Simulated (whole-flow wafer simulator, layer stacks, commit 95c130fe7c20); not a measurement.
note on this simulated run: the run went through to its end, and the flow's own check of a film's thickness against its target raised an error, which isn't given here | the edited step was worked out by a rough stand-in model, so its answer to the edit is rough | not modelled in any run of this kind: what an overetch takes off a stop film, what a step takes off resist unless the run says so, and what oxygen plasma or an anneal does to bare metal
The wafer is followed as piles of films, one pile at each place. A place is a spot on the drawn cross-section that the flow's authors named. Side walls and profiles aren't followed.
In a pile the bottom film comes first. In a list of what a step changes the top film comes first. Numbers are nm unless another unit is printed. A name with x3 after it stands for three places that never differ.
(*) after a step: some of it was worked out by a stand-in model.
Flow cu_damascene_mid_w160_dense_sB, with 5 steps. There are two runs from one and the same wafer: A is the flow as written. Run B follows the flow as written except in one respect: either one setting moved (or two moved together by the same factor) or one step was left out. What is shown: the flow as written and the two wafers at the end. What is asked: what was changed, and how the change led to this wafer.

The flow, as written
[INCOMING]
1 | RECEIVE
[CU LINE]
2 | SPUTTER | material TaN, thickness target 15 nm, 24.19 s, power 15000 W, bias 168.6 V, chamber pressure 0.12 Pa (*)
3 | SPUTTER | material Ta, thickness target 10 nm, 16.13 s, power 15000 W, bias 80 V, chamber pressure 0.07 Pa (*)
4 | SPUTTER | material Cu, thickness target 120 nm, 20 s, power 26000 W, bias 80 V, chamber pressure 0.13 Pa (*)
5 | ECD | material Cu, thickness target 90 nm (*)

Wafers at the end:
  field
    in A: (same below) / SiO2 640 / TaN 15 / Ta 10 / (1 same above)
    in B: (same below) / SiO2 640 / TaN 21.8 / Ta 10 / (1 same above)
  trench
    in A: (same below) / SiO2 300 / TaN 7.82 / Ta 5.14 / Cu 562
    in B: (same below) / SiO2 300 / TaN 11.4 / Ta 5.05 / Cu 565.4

What caused this: step 2, SPUTTER: thickness target 21.8 nm was run, whereas the flow has thickness target 15 nm; step 2, SPUTTER: 35.08 s was run, where the flow has 24.19 s.
One can read it off the wafer: field has TaN 21.8, and step 2 as written asks for 15 nm.

The path from the change to this, step by step:
  2 | SPUTTER | material TaN, thickness target 15 nm, 24.19 s, power 15000 W, bias 168.6 V, chamber pressure 0.12 Pa (*)
      field: A TaN gains 15 (new film) | B TaN gains 21.8 (new film)
      trench: A TaN gains 7.82 (new film) | B TaN gains 11.4 (new film)
